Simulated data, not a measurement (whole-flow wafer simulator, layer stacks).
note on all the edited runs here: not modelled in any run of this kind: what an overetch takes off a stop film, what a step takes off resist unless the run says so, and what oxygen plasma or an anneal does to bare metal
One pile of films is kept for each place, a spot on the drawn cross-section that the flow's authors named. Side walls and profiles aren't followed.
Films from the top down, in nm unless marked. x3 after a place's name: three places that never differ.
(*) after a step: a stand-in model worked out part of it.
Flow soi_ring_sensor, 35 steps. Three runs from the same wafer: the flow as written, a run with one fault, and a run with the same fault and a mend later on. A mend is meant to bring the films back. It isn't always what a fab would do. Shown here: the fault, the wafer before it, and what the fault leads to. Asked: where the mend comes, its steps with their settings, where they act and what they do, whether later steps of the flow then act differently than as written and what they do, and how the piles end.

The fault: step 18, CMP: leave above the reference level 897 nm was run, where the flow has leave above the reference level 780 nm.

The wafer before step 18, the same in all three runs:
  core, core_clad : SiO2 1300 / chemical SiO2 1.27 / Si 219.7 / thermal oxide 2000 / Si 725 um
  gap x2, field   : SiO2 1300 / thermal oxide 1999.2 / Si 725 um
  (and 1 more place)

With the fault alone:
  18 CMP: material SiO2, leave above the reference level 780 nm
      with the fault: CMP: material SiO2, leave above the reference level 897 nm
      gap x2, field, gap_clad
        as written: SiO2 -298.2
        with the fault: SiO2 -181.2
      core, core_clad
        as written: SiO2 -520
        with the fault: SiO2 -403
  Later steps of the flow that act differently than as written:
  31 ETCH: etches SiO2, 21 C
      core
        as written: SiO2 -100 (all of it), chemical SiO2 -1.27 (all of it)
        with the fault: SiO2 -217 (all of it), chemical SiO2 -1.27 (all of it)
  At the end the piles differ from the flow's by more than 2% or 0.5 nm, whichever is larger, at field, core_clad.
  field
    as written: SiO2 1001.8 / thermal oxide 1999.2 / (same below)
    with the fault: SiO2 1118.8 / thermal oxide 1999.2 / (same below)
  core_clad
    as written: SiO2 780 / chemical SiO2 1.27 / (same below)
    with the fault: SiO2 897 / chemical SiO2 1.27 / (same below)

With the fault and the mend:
  The mend comes after step 27.
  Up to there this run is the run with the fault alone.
  27a STRIP: i-line resist, 250 C, gas O2, power 300 W (*)
      field, core_clad, gap_clad
        i-line resist -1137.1 (all of it)
  27b CMP: material SiO2, leave above the reference level 780 nm (the flow's step 18 once more)
      core, gap x2, field, core_clad, gap_clad
        SiO2 -117
  27c HMDS: 120 C, 60 s (the flow's step 21 once more)
      changes no film at any place that is followed
  27d COAT: i-line resist, thickness 1200 nm (the flow's step 22 once more)
      core, gap x2, field, core_clad, gap_clad
        i-line resist +1200 (new film)
  27e SOFTBAKE: i-line resist (the flow's step 23 once more)
      changes no film at any place that is followed
  27f EXPOSE: photomask WINDOW, dose 101 mJ/cm2, NA 0.5, wavelength 365 nm (*) (the flow's step 24 once more)
      changes no film at any place that is followed
  27g PEB: i-line resist (the flow's step 25 once more)
      core, gap x2, field, core_clad, gap_clad
        i-line resist -62.8
  27h DEVELOP: i-line resist, thickness 1200 nm, 90 s (the flow's step 26 once more)
      core, gap x2
        i-line resist -1137.2 (all of it)
      field, core_clad, gap_clad
        i-line resist -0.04
  No later step of the flow acts differently than as written at any place that is followed.
  At the end the piles are the same as the flow's at every place that both follow.
